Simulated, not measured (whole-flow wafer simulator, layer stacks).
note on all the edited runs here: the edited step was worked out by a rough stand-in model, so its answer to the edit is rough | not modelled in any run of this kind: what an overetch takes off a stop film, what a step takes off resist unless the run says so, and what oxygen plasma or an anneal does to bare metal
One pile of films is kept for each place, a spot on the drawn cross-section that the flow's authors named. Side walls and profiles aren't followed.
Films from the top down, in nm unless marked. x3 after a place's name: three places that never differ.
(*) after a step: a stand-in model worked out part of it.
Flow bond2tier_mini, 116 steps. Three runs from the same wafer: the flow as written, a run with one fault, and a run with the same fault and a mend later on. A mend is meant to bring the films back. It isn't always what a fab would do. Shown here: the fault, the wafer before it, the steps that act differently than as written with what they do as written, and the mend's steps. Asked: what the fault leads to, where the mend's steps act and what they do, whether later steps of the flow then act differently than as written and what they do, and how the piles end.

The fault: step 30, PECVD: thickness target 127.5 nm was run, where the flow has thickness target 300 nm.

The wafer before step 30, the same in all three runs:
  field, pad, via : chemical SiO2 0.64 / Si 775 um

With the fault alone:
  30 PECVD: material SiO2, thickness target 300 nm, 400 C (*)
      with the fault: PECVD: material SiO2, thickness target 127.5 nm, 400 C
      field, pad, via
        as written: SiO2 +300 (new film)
        with the fault: SiO2 +127.5 (new film)
  No later step of the flow acts differently than as written at any place that is followed.
  At the end the piles differ from the flow's by more than 2% or 0.5 nm, whichever is larger, at field, pad.
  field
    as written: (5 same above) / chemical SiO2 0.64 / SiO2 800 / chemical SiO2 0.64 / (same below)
    with the fault: (5 same above) / chemical SiO2 0.64 / SiO2 627.5 / chemical SiO2 0.64 / (same below)
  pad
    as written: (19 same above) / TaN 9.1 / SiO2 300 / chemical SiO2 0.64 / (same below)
    with the fault: (19 same above) / TaN 9.1 / SiO2 127.5 / chemical SiO2 0.64 / (same below)

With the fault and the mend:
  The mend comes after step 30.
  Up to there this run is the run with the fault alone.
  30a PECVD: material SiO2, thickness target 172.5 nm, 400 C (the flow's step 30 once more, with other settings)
      field, pad, via
        SiO2 +172.5
  No later step of the flow acts differently than as written at any place that is followed.
  At the end the piles are the same as the flow's at every place that both follow.
